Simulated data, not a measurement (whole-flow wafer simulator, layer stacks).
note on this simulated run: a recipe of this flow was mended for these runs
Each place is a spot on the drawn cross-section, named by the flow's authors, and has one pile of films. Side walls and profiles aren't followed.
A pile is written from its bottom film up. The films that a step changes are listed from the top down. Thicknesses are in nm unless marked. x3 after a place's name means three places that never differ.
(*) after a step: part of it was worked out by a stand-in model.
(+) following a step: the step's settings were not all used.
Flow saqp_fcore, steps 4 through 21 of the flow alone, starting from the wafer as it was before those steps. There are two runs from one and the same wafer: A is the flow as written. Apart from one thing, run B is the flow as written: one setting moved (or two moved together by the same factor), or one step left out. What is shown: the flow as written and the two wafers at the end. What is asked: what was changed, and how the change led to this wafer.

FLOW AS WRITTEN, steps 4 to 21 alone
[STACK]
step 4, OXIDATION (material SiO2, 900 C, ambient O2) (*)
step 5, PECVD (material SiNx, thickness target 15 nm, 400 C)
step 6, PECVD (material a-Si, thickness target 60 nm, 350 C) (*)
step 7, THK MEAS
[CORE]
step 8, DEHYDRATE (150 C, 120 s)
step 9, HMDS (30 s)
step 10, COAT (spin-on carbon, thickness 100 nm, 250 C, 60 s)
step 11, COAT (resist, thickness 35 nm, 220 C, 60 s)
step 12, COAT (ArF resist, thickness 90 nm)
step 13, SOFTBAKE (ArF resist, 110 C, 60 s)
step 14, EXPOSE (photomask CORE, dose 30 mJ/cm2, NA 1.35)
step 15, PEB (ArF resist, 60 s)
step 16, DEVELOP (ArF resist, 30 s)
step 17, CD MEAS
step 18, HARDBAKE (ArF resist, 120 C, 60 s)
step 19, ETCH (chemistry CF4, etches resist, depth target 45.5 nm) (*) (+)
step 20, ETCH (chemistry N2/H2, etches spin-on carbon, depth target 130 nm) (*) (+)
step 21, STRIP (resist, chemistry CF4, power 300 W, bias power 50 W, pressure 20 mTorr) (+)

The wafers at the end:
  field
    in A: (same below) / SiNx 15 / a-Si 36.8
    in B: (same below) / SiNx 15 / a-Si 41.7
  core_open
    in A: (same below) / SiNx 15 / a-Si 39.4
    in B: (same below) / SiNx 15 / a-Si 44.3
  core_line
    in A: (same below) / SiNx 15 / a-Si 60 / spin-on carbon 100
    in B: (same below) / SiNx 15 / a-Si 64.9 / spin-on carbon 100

What caused this: step 6, PECVD: thickness target 64.9 nm was run, though the flow has thickness target 60 nm.
The wafer lets one read it off: core_line has a-Si 64.9, and step 6 as written asks for 60 nm.

How this came from the change, step by step:
  step 6, PECVD (material a-Si, thickness target 60 nm, 350 C) (*)
      field, core_open, core_line: A a-Si gains 60 (new film) | B a-Si gains 64.9 (new film)
